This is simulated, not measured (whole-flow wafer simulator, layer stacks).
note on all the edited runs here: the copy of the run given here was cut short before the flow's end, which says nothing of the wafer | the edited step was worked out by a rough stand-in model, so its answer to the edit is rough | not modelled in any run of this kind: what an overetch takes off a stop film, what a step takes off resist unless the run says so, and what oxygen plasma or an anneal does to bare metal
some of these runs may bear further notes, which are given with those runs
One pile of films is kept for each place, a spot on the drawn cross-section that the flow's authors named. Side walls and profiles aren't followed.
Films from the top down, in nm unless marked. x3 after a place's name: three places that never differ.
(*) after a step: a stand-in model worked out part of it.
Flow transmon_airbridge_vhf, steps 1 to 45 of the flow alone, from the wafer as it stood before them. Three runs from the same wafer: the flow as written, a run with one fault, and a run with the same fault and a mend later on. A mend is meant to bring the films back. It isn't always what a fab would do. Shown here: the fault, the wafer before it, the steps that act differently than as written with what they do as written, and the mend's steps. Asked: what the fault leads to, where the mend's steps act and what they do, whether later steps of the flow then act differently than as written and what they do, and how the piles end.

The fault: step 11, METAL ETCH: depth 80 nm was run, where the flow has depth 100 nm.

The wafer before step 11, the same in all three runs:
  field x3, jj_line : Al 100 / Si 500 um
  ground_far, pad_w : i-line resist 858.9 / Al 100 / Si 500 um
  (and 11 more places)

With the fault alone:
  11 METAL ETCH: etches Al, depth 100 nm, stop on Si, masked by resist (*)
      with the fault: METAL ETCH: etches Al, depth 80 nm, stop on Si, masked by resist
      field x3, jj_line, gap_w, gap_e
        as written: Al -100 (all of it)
        with the fault: Al -80
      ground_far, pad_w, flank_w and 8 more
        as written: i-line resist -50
        with the fault: i-line resist -40
  Later steps of the flow that act differently than as written (20 more steps differ only slightly, by at most 2% or 0.5 nm, whichever is larger, and aren't shown):
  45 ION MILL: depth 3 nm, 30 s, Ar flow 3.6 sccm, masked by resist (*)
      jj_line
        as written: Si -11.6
        with the fault: Al -20 (all of it), Si -0.36
  At the end the piles differ from the flow's by more than 2% or 0.5 nm, whichever is larger, at field x3, gap_w, gap_e.
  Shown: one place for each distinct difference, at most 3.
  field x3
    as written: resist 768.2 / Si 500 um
    with the fault: resist 768.2 / Al 20 / Si 500 um
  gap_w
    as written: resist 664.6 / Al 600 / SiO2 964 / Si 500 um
    with the fault: resist 659.1 / Al 600 / SiO2 964 / Al 20 / Si 500 um

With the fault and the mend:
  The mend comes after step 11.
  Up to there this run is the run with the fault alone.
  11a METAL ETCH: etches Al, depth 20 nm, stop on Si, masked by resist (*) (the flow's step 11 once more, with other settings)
      ground_far, pad_w, flank_w and 8 more
        i-line resist -10
      field x3, jj_line, gap_w, gap_e
        Al -20 (all of it)
  No later step of the flow acts differently than as written at any place that is followed.
  At the end the piles are the same as the flow's at every place that both follow.
